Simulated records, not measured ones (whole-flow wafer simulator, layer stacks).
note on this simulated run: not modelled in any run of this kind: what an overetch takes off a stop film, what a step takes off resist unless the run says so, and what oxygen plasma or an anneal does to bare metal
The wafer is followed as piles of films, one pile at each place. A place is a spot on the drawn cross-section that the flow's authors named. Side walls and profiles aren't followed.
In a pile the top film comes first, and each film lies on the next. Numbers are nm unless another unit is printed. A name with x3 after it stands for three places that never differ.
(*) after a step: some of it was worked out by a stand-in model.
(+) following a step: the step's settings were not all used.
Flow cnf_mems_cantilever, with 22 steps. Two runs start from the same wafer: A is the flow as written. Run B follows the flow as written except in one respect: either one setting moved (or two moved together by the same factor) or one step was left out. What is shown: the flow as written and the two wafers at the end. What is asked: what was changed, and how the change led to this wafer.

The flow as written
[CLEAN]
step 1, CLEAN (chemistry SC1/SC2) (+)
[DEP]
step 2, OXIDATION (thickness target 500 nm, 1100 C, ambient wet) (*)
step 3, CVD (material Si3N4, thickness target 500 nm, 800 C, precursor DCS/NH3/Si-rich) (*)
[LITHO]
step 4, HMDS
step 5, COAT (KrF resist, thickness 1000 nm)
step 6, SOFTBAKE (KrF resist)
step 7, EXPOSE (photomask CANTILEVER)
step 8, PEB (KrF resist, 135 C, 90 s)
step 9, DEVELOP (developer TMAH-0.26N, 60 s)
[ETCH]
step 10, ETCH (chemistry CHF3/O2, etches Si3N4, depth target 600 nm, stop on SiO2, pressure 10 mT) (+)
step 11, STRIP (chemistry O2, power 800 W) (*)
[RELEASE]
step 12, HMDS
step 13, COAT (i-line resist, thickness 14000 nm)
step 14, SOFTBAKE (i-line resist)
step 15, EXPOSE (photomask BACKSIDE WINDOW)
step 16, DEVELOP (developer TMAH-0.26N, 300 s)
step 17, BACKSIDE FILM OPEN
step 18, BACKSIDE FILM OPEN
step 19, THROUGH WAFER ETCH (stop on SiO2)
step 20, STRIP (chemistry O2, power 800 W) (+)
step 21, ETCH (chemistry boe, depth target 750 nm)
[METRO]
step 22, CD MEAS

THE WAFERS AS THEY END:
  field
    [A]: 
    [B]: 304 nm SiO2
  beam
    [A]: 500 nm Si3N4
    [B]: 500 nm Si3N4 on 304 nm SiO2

What caused this: step 21, ETCH: depth target 196 nm was run, while the flow as written has depth target 750 nm.

The path from the change to this, step by step:
  step 21, ETCH (chemistry boe, depth target 750 nm)
      field: A -500 SiO2 (all of it) | B -196 SiO2
      beam: A under 1 film: -500 SiO2 (all of it) | B under 1 film: -196 SiO2
